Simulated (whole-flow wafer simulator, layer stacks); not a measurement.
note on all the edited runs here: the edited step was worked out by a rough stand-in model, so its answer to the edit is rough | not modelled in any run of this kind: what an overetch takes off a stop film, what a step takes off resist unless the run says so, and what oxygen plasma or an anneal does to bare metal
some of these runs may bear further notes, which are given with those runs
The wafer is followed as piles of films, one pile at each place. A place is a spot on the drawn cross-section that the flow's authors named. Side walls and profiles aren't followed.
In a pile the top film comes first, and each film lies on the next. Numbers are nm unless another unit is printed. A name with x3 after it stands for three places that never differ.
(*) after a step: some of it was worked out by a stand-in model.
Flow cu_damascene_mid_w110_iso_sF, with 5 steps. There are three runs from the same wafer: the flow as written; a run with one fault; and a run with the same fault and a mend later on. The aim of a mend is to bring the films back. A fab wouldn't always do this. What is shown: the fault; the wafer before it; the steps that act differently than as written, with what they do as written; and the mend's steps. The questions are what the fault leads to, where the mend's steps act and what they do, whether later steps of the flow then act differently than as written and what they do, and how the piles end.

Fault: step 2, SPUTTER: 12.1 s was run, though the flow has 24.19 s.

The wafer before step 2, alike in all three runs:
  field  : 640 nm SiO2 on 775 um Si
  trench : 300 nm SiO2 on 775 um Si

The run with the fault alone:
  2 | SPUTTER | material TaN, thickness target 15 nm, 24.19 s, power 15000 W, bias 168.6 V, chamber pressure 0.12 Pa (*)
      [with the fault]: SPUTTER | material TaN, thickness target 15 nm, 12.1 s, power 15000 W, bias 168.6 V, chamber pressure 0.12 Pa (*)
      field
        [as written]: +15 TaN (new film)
        [with the fault]: +7.5 TaN (new film)
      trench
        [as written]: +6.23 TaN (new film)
        [with the fault]: +3.12 TaN (new film)
  Steps later in the flow that act otherwise than as written (not shown: 2 more steps that differ only slightly, by at most 2% or 0.5 nm, whichever is larger):
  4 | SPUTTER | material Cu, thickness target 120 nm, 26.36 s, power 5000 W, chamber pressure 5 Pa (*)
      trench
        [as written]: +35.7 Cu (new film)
        [with the fault]: +36.6 Cu (new film)
  The piles end different from the flow's at field, trench by more than 2% or 0.5 nm, whichever is larger.
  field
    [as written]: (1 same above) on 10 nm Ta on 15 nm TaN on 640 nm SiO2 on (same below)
    [with the fault]: (1 same above) on 10 nm Ta on 7.5 nm TaN on 640 nm SiO2 on (same below)
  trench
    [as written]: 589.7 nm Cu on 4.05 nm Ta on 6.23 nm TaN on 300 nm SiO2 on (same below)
    [with the fault]: 585.2 nm Cu on 4.14 nm Ta on 3.12 nm TaN on 300 nm SiO2 on (same below)

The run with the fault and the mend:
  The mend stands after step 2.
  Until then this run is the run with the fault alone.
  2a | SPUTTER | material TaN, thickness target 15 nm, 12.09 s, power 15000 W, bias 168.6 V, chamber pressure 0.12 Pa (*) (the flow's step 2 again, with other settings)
      field
        +7.5 TaN
      trench
        +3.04 TaN
  None of the later steps of the flow differs from how it acts as written, at any place that is followed, by more than 2% or 0.5 nm, whichever is larger.
  The piles end only slightly different from the flow's at the places that both follow, by no more than 2% or 0.5 nm, whichever is larger.
